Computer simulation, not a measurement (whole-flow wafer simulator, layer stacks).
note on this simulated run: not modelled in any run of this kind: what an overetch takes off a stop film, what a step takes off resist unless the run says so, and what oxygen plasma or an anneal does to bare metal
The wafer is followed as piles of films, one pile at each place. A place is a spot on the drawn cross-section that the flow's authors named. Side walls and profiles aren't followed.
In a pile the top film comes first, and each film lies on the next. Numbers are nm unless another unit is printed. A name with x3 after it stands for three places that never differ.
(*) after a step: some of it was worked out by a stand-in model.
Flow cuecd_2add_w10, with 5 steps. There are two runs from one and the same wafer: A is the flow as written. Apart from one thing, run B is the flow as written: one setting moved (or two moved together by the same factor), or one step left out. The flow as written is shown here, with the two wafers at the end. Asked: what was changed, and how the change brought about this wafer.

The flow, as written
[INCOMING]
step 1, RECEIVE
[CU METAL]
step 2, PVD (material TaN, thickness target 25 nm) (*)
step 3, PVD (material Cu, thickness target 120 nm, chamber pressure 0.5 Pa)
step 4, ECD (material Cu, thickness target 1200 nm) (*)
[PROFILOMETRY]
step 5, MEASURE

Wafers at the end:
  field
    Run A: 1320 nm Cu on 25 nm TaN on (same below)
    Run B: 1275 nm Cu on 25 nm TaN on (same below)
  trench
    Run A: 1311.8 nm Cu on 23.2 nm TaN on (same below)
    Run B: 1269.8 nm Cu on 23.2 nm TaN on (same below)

What caused this: step 3, PVD: thickness target 75 nm was run, while the flow as written has thickness target 120 nm.

How this came from the change, step by step:
  step 3, PVD (material Cu, thickness target 120 nm, chamber pressure 0.5 Pa)
      field: A +120 Cu (new film) | B +75 Cu (new film)
      trench: A +111.8 Cu (new film) | B +69.8 Cu (new film)
